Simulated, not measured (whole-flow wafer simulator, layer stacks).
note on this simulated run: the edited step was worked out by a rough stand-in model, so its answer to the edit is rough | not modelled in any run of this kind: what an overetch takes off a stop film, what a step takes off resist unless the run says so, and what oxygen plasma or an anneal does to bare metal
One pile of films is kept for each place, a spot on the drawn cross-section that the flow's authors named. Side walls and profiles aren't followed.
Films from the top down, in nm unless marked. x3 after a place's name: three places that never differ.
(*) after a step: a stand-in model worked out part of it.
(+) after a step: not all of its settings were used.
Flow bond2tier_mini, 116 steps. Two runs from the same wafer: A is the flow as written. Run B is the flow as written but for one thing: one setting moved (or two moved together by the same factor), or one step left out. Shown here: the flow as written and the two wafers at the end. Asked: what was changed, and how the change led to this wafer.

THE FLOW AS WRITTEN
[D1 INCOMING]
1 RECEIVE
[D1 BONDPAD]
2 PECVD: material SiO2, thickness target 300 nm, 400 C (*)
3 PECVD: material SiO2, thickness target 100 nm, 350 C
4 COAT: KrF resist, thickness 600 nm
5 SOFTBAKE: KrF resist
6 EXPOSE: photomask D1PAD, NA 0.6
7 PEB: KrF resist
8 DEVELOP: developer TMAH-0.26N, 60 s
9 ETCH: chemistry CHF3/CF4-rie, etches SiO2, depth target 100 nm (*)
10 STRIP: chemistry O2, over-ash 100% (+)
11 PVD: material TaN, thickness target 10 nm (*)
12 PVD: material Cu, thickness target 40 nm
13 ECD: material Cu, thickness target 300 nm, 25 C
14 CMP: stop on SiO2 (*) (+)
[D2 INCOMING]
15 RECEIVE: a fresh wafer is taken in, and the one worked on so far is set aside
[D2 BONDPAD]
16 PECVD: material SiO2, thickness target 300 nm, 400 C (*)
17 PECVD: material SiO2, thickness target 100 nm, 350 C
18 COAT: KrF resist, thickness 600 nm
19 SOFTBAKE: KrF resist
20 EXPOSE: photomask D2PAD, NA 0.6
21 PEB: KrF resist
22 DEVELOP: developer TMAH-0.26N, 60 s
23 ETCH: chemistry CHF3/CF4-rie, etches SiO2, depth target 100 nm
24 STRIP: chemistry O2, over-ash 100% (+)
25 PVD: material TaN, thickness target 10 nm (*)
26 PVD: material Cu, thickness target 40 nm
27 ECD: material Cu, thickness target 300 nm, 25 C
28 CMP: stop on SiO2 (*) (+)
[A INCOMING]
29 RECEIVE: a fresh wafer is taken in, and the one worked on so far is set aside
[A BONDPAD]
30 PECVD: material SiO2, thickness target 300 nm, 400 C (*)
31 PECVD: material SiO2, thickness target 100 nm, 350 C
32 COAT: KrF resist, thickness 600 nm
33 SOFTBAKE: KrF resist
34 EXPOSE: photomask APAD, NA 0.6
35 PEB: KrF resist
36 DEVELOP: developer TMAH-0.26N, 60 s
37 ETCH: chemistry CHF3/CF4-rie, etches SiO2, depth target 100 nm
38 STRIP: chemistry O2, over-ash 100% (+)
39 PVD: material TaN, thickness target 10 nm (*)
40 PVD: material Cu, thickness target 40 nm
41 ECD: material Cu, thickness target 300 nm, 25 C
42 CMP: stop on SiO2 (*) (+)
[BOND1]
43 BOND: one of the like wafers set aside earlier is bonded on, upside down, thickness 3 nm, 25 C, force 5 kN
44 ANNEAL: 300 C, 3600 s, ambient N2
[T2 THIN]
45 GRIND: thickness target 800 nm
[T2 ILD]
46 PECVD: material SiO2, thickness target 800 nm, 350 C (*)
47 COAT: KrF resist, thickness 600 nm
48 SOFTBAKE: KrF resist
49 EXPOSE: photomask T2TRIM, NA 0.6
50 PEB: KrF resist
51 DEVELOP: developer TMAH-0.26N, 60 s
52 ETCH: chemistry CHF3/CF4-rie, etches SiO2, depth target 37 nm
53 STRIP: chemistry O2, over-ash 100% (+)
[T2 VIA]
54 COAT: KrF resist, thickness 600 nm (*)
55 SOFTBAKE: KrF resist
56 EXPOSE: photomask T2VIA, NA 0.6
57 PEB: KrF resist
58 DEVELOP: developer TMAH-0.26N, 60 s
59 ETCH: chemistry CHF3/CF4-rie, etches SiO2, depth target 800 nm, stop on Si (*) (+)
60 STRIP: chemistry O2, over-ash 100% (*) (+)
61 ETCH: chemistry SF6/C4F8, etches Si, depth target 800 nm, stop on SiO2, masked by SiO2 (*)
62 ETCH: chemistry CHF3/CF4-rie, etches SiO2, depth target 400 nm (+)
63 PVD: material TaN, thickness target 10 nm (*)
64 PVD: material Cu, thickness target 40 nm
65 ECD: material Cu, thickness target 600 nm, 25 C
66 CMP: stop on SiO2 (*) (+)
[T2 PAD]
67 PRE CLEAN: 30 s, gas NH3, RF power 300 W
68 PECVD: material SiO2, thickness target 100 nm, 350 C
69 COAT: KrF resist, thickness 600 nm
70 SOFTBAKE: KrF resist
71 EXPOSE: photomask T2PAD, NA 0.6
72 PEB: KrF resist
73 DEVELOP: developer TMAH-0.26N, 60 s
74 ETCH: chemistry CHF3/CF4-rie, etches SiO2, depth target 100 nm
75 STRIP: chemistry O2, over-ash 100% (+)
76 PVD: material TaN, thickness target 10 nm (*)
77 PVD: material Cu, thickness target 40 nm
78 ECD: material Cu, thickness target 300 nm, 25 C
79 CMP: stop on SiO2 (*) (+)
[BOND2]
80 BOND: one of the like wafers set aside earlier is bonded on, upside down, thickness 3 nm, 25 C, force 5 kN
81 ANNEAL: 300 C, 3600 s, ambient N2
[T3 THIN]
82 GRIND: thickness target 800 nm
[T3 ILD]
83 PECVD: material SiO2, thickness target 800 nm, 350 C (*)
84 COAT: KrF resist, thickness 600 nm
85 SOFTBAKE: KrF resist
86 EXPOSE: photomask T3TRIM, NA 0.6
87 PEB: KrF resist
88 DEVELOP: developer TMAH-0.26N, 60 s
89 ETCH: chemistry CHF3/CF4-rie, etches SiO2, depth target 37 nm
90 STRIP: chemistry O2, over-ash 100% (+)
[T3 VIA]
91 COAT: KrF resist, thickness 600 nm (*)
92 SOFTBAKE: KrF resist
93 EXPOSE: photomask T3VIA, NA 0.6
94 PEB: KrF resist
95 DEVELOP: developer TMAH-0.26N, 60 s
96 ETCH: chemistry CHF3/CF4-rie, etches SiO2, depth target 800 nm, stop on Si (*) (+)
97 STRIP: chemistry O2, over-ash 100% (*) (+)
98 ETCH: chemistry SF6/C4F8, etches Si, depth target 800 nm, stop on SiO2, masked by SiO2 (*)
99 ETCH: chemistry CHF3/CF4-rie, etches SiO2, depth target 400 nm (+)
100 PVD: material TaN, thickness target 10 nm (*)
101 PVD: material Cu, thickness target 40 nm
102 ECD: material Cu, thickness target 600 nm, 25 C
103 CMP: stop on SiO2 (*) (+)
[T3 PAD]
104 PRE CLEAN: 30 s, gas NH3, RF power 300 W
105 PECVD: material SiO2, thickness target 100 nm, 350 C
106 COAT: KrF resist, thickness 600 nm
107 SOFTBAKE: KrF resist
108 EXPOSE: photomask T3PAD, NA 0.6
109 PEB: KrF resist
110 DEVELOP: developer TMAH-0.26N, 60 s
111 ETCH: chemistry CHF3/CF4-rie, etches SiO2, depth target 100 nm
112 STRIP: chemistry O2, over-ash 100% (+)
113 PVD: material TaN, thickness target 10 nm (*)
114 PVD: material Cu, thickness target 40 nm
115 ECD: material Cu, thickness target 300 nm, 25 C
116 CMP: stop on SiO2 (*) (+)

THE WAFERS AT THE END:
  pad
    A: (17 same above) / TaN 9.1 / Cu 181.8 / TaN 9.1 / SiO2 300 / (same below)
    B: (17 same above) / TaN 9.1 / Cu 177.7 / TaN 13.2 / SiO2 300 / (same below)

The cause: step 39, PVD: thickness target 14.5 nm was run, where the flow has thickness target 10 nm.

How the change led to this, step by step:
  39 PVD: material TaN, thickness target 10 nm (*)
      field: A TaN +10 (new film) | B TaN +14.5 (new film)
      pad: A TaN +9.1 (new film) | B TaN +13.2 (new film)
      (and at 1 more place)
  42 CMP: stop on SiO2 (*) (+)
      field: A Cu -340 (all of it), TaN -10 (all of it) | B Cu -340 (all of it), TaN -14.5 (all of it)
